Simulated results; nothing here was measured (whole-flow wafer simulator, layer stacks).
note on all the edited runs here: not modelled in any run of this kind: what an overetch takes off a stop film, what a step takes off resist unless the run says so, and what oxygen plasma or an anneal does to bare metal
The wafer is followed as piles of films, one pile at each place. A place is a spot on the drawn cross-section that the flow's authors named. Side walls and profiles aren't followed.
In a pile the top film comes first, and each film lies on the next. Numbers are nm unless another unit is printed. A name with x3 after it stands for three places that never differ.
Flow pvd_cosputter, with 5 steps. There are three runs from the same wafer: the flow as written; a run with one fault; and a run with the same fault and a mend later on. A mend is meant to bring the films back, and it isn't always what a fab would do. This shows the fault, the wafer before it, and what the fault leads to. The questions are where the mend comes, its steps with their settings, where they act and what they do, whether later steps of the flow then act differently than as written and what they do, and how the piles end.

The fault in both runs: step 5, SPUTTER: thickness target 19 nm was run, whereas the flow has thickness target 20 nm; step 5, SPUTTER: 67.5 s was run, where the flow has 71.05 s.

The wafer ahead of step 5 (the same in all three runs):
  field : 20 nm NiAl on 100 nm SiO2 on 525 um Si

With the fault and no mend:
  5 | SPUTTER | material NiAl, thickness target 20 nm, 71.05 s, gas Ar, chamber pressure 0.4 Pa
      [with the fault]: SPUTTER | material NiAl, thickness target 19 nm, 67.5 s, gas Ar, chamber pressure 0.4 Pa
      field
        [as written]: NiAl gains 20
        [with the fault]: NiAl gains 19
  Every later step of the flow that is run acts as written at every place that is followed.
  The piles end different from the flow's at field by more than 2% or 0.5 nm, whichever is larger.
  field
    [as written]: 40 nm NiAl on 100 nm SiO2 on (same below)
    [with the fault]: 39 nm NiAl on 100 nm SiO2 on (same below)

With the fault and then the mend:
  After step 5 comes the mend.
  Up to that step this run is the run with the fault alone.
  5a | SPUTTER | material NiAl, thickness target 1 nm, 3.553 s, gas Ar, chamber pressure 0.4 Pa (the flow's step 5, run once more with other settings)
      field
        NiAl gains 1
  Every later step of the flow that is run acts as written at every place that is followed.
  By the end, the piles equal the flow's at every place that both follow.
